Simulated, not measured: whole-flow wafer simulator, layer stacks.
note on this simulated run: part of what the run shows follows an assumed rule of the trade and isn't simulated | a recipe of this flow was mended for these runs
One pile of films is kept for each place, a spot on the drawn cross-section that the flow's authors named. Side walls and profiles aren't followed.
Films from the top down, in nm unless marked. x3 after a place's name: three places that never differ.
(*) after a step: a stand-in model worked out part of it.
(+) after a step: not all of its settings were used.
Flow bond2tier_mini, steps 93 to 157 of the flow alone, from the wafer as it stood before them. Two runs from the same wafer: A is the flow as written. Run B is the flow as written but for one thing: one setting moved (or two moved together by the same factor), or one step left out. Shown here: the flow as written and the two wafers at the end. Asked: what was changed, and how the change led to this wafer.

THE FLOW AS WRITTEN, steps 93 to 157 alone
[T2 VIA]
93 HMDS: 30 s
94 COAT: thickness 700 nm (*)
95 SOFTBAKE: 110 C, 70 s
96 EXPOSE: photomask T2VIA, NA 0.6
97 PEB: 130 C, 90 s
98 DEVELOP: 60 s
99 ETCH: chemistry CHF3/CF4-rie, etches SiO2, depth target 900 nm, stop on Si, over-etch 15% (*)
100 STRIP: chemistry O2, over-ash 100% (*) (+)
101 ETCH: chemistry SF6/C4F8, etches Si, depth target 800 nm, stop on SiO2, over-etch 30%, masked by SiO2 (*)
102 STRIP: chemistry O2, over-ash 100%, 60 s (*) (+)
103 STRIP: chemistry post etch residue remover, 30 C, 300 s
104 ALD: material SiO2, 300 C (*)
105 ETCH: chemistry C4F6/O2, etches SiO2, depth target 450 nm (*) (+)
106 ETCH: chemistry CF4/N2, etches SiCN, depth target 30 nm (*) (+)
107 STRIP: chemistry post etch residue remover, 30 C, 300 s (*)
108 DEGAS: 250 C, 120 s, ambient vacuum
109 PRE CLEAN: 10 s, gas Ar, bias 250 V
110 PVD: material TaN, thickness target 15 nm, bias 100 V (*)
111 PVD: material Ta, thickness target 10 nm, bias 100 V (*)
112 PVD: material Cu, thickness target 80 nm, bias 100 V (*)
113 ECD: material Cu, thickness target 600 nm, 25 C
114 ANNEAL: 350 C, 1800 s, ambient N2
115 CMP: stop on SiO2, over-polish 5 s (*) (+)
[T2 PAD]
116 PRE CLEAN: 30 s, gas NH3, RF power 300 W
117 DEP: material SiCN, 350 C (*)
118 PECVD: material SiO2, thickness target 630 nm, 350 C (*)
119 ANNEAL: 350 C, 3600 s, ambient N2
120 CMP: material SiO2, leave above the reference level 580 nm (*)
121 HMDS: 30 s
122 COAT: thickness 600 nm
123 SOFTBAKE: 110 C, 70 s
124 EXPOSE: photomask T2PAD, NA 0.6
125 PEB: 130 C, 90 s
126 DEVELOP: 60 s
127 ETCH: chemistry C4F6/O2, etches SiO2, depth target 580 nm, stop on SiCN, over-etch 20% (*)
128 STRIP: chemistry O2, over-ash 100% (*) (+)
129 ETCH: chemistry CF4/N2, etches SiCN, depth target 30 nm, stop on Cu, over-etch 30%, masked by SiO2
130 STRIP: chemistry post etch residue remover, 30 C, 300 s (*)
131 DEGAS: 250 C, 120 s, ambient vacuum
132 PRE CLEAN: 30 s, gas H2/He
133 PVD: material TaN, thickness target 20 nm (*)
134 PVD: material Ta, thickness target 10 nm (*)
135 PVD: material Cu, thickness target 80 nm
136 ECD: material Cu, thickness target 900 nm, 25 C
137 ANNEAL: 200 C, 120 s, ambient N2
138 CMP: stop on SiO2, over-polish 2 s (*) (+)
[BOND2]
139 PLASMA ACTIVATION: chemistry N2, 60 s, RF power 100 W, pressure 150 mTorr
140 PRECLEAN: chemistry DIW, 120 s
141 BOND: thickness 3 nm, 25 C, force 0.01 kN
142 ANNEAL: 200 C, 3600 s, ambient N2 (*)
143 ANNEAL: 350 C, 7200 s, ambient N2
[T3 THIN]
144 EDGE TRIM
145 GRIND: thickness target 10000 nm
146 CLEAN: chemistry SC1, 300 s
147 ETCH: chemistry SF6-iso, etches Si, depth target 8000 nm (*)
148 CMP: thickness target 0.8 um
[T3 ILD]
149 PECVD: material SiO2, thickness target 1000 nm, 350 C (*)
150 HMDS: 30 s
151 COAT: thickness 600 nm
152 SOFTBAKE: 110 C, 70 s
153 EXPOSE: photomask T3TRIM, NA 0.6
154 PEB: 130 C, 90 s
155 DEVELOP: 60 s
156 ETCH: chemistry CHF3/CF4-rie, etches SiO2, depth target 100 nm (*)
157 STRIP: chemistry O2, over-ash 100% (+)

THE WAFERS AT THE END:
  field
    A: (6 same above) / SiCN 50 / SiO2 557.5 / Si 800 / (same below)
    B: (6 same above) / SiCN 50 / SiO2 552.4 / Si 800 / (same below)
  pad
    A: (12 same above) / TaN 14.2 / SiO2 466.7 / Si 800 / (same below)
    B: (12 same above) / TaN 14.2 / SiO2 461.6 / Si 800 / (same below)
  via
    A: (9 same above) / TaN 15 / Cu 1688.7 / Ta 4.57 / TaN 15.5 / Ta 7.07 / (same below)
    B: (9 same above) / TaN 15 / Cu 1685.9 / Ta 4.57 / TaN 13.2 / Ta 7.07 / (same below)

The cause: step 106, ETCH: depth target 37 nm was run, where the flow has depth target 30 nm; step 109, PRE CLEAN: bias 308 V was run, where the flow has bias 250 V.

How the change led to this, step by step:
  106 ETCH: chemistry CF4/N2, etches SiCN, depth target 30 nm (*) (+)
      field, pad: A SiO2 -20 | B SiO2 -24.7
      via: A SiCN -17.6 (all of it), TaN -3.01 | B SiCN -17.6 (all of it), TaN -4.72
  109 PRE CLEAN: 10 s, gas Ar, bias 250 V
      via: A TaN -3.19 | B TaN -3.82
